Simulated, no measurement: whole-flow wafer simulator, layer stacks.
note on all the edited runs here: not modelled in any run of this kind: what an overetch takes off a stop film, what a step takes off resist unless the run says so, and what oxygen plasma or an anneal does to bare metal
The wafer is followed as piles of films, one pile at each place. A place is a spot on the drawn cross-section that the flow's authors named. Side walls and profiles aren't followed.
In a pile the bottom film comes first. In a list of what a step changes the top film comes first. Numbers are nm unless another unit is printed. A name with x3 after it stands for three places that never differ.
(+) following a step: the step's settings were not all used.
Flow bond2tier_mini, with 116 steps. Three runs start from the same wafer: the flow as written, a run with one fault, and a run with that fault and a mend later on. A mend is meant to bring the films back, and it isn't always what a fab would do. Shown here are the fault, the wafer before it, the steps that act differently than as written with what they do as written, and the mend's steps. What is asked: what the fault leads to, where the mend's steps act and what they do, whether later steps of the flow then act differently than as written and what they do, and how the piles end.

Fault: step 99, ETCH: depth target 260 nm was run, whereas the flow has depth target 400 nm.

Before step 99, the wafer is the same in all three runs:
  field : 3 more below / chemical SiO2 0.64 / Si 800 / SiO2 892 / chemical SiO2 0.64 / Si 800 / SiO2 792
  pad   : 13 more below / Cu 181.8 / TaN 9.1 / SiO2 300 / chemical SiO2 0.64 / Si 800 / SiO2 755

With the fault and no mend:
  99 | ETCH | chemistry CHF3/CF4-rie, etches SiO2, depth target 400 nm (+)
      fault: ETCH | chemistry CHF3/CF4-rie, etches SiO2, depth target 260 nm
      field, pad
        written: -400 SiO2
        fault: -260 SiO2
  None of the later steps of the flow acts differently than as written at any place that is followed.
  By the end, the piles at field, pad depart from the flow's by more than 2% or 0.5 nm, whichever is larger.
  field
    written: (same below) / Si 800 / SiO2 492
    fault: (same below) / Si 800 / SiO2 632
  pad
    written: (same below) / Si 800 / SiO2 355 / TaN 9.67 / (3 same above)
    fault: (same below) / Si 800 / SiO2 495 / TaN 9.67 / (3 same above)

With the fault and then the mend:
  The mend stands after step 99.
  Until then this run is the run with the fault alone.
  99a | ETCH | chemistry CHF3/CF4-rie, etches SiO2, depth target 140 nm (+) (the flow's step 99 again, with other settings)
      field, pad
        -140 SiO2
  None of the later steps of the flow acts differently than as written at any place that is followed.
  The piles end the same as the flow's at every place that both follow.
